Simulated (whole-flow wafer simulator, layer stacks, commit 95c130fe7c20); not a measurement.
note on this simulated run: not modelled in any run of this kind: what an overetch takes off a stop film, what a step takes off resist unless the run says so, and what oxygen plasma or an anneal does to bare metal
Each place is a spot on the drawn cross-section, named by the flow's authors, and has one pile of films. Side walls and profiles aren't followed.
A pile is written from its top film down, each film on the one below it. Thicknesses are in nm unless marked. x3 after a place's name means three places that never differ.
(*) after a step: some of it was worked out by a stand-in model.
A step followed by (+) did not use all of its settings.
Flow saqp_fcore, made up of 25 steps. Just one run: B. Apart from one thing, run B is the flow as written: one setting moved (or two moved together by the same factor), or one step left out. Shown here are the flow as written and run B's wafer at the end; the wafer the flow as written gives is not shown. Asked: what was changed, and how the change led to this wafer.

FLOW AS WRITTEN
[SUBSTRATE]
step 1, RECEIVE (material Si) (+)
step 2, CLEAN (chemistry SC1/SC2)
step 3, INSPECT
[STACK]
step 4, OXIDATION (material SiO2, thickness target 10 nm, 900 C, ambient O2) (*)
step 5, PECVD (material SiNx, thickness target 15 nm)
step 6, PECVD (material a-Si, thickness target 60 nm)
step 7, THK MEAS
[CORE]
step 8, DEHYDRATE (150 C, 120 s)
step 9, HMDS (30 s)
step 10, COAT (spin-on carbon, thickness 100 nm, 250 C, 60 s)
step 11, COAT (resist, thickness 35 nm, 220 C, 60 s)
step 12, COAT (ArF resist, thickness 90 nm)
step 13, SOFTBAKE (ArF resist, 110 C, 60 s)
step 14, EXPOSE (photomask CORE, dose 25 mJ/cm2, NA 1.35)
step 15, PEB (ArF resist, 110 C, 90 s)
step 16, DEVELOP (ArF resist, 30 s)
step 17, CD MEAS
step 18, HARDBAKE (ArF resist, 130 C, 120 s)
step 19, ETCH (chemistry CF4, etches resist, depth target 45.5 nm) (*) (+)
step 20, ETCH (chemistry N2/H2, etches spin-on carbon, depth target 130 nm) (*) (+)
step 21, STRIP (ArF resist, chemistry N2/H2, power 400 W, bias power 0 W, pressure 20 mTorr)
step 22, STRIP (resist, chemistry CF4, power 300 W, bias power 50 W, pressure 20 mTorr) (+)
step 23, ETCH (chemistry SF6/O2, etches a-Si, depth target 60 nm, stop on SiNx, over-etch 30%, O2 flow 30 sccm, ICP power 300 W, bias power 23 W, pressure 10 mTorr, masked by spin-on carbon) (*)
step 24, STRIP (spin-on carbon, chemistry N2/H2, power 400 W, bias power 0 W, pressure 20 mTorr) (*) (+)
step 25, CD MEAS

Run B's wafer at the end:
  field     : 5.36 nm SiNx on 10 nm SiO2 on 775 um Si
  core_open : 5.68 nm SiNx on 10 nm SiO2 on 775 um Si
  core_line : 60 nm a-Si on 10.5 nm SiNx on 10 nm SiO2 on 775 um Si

The reason: step 5, PECVD: thickness target 10.5 nm was run, whereas the flow has thickness target 15 nm.
The wafer itself shows it: core_line has SiNx 10.5, and step 5 as written asks for 15 nm.

The path from the change to this, step by step:
  step 5, PECVD (material SiNx, thickness target 15 nm)
      field, core_open, core_line: SiNx gains 10.5 (new film) (it would be, as written: SiNx gains 15 (new film))
